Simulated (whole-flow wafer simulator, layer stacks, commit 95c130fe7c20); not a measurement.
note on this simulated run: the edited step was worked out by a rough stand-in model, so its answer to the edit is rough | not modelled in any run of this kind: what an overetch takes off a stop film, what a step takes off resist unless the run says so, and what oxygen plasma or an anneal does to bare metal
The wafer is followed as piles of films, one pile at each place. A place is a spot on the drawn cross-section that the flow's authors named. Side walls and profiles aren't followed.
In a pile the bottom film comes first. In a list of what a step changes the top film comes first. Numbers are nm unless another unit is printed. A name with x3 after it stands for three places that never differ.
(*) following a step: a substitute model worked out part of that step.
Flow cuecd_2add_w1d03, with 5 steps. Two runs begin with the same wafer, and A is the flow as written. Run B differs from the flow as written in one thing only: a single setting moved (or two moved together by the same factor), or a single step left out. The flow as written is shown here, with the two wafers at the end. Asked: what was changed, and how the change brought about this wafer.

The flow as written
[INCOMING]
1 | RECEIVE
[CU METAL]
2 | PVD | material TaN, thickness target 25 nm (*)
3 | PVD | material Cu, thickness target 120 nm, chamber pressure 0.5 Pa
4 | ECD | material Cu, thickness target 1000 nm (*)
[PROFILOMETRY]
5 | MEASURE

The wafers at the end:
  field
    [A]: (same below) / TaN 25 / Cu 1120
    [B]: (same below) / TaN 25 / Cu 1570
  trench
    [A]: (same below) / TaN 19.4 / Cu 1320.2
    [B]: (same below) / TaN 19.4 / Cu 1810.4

The reason: step 4, ECD: thickness target 1450 nm was run, whereas the flow has thickness target 1000 nm.

Step by step, how the change led to this:
  4 | ECD | material Cu, thickness target 1000 nm (*)
      field: A +1000 Cu | B +1450 Cu
      trench: A +1226.8 Cu | B +1717 Cu
